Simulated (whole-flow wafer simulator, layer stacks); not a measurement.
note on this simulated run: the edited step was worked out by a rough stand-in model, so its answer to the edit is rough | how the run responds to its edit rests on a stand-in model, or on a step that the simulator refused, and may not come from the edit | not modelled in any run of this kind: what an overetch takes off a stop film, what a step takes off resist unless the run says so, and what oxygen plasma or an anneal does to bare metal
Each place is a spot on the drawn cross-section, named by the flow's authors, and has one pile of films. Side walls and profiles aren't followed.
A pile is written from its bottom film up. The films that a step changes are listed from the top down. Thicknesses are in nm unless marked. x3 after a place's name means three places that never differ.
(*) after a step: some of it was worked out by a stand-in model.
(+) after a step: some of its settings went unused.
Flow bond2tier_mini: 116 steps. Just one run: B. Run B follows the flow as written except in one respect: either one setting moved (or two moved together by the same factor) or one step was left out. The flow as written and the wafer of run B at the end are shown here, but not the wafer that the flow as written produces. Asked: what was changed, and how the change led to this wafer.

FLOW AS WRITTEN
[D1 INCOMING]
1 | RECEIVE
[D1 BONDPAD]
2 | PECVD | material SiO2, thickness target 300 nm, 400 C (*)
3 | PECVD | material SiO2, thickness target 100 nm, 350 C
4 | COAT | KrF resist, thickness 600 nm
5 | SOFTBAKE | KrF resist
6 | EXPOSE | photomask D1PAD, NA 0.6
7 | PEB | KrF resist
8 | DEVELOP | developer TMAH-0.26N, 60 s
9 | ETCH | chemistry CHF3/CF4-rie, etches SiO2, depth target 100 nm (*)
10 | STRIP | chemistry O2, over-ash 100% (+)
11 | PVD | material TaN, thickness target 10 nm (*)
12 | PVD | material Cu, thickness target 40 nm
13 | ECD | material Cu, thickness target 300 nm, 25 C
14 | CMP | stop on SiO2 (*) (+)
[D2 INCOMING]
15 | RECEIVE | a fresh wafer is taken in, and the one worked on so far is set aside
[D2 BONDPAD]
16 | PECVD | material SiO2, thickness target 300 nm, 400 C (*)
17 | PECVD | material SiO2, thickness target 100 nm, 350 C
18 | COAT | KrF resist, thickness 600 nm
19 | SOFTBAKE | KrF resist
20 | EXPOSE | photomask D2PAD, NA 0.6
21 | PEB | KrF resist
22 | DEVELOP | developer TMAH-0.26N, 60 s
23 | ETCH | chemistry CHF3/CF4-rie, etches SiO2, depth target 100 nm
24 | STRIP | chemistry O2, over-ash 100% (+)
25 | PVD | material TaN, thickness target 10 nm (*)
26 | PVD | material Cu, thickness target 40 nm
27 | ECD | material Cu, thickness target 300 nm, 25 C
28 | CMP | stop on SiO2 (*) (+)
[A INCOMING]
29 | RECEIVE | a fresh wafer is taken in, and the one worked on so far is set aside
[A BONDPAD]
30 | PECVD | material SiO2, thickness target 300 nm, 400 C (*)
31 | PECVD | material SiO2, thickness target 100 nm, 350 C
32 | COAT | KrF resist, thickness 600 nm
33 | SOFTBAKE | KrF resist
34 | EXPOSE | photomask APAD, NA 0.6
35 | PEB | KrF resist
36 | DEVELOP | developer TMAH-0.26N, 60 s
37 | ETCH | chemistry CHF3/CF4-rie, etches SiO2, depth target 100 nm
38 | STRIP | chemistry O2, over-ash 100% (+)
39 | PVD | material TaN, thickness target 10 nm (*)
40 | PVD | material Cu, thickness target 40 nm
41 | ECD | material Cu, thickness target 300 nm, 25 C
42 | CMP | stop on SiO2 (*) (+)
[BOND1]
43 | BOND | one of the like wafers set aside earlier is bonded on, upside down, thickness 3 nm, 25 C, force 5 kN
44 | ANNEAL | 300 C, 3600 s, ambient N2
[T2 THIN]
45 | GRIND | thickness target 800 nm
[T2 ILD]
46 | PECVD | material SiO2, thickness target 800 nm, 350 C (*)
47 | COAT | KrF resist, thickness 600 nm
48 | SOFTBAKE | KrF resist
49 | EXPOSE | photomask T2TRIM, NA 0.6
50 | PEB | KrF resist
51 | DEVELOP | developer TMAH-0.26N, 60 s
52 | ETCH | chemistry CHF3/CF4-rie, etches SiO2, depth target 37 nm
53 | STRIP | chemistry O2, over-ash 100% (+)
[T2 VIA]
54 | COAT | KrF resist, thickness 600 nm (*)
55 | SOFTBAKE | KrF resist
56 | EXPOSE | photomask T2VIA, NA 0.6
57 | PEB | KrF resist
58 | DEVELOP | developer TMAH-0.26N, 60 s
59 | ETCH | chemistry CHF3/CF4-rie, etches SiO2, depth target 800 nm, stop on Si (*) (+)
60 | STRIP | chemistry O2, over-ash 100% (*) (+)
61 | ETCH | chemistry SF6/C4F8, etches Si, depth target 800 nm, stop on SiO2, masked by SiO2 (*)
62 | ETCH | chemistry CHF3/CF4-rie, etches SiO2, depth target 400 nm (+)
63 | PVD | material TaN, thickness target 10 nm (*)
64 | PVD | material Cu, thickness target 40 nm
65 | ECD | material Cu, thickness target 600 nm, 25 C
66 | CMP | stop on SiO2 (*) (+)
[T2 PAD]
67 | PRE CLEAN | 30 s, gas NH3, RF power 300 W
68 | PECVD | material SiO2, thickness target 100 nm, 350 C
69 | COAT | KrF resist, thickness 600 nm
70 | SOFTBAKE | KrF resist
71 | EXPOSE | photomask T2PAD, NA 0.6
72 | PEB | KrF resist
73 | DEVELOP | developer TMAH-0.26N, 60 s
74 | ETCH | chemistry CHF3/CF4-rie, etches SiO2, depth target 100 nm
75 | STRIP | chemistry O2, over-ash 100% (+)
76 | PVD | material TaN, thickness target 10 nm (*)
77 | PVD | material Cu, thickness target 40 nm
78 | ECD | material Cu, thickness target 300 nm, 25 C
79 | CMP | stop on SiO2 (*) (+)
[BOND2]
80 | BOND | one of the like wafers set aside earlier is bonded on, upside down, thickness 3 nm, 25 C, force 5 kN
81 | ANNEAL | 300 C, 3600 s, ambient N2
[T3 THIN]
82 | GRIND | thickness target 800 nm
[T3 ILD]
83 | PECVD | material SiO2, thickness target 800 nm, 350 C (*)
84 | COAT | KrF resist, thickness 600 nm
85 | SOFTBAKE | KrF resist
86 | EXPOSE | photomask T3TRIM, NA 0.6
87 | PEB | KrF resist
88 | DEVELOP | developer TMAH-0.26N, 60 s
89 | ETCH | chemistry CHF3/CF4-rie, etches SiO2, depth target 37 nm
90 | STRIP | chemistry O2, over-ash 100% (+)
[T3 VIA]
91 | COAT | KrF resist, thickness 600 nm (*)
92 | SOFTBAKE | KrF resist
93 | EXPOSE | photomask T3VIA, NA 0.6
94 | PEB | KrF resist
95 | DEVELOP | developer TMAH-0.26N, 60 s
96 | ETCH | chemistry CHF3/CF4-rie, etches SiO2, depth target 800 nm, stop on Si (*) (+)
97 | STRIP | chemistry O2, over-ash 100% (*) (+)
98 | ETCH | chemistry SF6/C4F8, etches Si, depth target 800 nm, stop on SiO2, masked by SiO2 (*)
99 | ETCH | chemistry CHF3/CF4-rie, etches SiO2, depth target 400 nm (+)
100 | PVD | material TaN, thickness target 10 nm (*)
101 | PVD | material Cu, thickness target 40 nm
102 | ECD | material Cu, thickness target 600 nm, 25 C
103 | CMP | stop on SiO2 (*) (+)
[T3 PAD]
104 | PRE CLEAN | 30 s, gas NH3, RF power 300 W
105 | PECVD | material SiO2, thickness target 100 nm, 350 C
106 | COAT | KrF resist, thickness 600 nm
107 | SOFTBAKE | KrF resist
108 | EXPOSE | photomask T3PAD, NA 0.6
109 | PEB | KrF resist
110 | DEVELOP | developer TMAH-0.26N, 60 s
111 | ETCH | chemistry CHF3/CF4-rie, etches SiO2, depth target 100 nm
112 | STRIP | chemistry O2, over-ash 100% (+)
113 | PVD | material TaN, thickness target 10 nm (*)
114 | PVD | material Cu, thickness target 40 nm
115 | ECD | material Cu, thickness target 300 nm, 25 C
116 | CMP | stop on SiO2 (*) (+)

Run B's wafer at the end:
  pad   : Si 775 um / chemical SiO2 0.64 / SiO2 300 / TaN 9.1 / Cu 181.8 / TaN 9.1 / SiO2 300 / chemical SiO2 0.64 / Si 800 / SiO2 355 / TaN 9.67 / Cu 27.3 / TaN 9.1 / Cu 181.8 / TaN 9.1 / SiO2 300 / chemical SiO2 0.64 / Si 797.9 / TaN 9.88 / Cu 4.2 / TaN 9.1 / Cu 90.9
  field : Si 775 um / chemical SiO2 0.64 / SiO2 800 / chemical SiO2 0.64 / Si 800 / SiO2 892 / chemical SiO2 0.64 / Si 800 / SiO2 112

The reason: step 83, PECVD: thickness target 420 nm was run, whereas the flow has thickness target 800 nm.

Step by step, how the change led to this:
  83 | PECVD | material SiO2, thickness target 800 nm, 350 C (*)
      field, pad: SiO2 gains 420 (new film) (as written it would have been: SiO2 gains 800 (new film))
  96 | ETCH | chemistry CHF3/CF4-rie, etches SiO2, depth target 800 nm, stop on Si (*) (+)
      field, pad: KrF resist loses 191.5 (as written it would have been: KrF resist loses 266.7)
  97 | STRIP | chemistry O2, over-ash 100% (*) (+)
      field: KrF resist loses 379.1 (all of it) (as written it would have been: KrF resist loses 303.9 (all of it))
      pad: KrF resist loses 411.1 (all of it) (as written it would have been: KrF resist loses 336 (all of it))
  99 | ETCH | chemistry CHF3/CF4-rie, etches SiO2, depth target 400 nm (+)
      pad: SiO2 loses 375 (all of it), Si loses 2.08 (as written it would have been: SiO2 loses 400)
  101 | PVD | material Cu, thickness target 40 nm
      pad: Cu gains 40 (new film) (as written it would have been: Cu gains 38.7 (new film))
  102 | ECD | material Cu, thickness target 600 nm, 25 C
      pad: Cu gains 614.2 (as written it would have been: Cu gains 638.7)
